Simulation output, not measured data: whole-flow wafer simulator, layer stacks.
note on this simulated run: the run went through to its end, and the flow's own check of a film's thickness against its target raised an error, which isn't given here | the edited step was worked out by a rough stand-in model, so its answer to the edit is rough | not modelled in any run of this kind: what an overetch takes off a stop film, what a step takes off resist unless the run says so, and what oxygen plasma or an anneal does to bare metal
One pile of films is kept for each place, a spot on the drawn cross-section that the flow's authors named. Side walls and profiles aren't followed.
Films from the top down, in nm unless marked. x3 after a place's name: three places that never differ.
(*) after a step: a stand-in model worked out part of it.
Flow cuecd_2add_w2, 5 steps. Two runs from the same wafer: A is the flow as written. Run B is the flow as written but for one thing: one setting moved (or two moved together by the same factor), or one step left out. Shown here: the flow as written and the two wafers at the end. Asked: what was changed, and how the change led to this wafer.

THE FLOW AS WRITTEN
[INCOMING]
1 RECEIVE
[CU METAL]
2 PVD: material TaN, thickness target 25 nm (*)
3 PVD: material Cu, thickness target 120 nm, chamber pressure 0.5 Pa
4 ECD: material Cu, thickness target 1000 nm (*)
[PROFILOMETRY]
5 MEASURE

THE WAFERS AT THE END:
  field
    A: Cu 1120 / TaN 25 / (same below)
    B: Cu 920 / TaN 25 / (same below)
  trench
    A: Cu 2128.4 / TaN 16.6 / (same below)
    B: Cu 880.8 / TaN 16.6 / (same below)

The cause: step 4, ECD: thickness target 800 nm was run, where the flow has thickness target 1000 nm.

How the change led to this, step by step:
  4 ECD: material Cu, thickness target 1000 nm (*)
      field: A Cu +1000 | B Cu +800
      trench: A Cu +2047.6 | B Cu +800
